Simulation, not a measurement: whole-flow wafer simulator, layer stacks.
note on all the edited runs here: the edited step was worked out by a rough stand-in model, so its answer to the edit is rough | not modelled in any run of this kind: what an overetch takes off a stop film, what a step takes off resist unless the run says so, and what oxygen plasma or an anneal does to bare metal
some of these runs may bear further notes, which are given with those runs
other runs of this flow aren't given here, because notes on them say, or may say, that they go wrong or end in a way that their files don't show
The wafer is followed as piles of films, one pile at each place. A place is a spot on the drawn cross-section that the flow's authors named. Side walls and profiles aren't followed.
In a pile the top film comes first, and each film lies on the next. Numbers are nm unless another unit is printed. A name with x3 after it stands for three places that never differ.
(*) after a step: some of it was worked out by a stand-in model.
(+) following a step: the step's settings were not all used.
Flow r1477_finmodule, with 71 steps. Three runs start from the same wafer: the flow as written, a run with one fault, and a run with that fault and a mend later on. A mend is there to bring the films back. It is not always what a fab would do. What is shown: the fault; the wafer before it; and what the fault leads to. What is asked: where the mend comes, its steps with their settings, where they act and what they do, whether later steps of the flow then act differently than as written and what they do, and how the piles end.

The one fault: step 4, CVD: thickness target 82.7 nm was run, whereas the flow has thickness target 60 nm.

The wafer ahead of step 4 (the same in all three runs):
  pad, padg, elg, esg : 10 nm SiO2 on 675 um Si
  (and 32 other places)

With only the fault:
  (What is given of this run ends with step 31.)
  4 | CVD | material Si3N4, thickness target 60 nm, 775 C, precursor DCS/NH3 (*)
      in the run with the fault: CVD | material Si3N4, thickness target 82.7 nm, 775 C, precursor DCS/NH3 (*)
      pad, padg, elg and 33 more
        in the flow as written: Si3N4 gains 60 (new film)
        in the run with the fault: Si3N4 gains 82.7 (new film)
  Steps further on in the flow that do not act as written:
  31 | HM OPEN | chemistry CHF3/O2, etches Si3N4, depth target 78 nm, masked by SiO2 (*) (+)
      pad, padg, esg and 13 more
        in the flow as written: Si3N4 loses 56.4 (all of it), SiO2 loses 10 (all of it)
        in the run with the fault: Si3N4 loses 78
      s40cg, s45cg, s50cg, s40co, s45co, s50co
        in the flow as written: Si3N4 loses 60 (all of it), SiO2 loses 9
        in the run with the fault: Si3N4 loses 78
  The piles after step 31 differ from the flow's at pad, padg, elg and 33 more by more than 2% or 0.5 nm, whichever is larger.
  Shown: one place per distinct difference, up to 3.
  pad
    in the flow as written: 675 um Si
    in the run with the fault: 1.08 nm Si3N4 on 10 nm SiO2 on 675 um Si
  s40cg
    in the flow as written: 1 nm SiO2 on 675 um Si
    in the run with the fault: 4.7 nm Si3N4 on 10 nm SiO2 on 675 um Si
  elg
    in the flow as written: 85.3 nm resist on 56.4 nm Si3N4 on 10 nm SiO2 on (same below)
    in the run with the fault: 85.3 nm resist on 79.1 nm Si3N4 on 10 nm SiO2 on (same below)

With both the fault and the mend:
  The mend stands after step 5.
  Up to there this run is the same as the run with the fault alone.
  5a | ETCH | chemistry h3po4, depth target 95.11 nm
      pad, padg, elg and 33 more
        Si3N4 loses 82.7 (all of it)
  5b | CLEAN | chemistry SC1/SC2 (the flow's step 2, run once more)
      alters no film at any place that is followed
  5c | CVD | material Si3N4, thickness target 60 nm, 775 C, precursor DCS/NH3 (*) (the flow's step 4, run once more)
      pad, padg, elg and 33 more
        Si3N4 gains 60 (new film)
  Every later step of the flow that is run acts as written at every place that is followed.
  The piles end the same as the flow's at every place that both follow.
